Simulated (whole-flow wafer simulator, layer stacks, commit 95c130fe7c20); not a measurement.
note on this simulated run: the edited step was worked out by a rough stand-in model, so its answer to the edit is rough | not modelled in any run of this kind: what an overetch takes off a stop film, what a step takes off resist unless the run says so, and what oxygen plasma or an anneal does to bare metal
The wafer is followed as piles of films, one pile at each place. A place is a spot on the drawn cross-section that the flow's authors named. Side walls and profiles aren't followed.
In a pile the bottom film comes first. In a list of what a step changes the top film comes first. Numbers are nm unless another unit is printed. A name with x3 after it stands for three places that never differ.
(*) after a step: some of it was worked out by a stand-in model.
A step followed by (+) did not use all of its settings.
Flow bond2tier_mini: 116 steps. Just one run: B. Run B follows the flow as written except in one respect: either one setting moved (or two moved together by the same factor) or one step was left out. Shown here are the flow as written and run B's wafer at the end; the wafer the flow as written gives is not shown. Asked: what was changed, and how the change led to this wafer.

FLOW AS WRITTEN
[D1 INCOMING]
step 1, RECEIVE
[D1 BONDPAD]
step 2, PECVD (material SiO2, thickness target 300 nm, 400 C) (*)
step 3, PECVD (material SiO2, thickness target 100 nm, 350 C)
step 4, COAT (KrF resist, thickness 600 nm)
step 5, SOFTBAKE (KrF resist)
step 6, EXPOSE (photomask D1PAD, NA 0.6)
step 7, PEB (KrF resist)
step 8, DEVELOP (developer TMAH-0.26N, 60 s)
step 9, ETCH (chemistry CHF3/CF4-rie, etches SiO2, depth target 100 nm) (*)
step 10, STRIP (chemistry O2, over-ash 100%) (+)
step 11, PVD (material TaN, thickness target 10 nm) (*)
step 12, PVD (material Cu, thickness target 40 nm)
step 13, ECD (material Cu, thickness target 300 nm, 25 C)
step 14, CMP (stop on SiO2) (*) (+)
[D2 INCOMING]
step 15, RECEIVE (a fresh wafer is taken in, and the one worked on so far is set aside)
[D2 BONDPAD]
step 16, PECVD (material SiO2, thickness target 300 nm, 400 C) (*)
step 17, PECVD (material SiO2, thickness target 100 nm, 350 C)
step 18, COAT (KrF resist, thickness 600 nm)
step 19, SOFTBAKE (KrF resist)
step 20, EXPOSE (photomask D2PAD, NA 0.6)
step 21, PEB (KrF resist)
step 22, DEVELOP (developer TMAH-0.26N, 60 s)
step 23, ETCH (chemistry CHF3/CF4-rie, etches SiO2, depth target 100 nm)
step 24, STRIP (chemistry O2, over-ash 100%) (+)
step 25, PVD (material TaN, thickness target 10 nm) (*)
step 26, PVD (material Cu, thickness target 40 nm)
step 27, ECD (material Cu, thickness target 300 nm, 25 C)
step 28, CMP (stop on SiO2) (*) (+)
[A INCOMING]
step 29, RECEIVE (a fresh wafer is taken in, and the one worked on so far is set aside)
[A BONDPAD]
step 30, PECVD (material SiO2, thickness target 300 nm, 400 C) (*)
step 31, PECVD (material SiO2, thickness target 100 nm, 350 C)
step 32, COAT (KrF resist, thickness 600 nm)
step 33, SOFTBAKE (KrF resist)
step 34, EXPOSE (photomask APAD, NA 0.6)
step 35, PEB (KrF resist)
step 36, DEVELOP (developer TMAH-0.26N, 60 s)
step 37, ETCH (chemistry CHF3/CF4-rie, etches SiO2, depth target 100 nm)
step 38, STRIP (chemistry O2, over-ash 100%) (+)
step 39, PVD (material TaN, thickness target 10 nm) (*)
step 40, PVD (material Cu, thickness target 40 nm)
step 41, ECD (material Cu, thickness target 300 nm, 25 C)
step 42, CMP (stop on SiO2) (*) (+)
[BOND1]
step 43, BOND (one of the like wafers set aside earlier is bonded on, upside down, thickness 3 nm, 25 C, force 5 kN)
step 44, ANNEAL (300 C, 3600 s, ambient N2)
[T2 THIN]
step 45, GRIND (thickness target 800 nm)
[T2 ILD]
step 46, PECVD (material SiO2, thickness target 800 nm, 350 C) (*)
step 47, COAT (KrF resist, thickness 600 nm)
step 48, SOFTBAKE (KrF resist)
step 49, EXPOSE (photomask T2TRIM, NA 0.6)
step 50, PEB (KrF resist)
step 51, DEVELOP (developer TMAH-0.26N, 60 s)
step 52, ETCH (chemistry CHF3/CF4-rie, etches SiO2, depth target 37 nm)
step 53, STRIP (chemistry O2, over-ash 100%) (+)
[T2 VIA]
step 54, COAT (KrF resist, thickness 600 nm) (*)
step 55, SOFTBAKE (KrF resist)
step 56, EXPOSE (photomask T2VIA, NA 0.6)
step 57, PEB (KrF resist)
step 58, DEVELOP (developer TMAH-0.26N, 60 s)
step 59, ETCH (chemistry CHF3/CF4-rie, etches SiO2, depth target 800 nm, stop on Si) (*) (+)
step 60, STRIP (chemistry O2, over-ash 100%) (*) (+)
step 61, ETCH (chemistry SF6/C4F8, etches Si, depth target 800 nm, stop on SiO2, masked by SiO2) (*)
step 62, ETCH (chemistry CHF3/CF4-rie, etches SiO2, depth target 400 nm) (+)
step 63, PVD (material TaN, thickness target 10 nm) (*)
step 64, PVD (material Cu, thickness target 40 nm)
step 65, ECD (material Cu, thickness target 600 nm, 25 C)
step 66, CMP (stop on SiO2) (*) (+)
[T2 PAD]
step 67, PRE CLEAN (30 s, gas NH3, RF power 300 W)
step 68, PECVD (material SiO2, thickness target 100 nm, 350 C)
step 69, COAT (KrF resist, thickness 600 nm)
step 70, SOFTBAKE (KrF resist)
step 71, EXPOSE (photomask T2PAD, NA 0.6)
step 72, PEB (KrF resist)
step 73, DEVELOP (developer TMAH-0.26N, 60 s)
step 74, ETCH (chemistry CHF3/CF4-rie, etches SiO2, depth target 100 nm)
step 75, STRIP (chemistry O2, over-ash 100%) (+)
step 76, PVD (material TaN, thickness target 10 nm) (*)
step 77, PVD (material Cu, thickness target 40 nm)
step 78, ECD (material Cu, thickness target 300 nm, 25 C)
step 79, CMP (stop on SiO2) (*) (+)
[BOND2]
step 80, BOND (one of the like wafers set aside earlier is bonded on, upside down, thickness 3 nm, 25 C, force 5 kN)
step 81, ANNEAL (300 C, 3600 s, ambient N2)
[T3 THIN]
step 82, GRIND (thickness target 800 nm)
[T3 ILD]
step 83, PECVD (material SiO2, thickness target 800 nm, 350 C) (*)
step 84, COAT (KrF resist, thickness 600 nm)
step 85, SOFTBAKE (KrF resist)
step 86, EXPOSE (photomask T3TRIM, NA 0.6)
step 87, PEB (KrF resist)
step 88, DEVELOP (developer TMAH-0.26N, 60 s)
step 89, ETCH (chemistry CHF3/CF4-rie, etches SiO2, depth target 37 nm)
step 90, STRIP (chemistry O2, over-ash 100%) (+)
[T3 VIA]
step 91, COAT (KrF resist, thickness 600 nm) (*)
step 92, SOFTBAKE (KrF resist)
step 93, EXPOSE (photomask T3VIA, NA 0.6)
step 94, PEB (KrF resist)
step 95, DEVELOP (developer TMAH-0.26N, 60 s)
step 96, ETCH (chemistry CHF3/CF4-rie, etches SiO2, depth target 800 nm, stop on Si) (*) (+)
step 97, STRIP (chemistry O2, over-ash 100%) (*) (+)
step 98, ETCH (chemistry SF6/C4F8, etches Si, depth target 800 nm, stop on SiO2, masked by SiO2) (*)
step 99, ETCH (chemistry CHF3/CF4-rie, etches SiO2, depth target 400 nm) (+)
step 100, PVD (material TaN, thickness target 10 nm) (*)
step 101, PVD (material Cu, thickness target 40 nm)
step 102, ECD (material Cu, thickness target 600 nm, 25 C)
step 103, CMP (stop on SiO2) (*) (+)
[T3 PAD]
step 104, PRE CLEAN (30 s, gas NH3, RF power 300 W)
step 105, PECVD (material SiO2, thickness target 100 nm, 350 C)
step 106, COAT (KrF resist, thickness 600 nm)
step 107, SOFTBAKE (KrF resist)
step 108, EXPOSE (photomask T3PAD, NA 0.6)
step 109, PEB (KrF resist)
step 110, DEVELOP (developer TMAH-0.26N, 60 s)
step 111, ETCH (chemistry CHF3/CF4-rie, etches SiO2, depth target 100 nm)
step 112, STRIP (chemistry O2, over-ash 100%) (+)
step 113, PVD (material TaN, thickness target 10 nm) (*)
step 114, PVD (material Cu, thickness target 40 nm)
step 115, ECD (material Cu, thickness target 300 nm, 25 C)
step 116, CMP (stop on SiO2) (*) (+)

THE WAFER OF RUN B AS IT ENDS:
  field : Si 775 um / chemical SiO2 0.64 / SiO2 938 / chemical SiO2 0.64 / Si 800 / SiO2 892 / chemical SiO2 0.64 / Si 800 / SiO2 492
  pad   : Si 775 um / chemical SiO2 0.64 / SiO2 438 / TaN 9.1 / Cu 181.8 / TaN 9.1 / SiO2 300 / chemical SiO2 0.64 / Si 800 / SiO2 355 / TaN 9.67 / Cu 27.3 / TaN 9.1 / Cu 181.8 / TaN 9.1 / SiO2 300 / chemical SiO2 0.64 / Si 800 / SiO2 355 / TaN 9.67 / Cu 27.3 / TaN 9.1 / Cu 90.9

The reason: step 30, PECVD: thickness target 438 nm was run, whereas the flow has thickness target 300 nm.
The wafer itself shows it: pad has SiO2 438, and step 30 as written asks for 300 nm.

The path from the change to this, step by step:
  step 30, PECVD (material SiO2, thickness target 300 nm, 400 C) (*)
      field, pad, via: +438 SiO2 (new film) (as written it would have been: +300 SiO2 (new film))
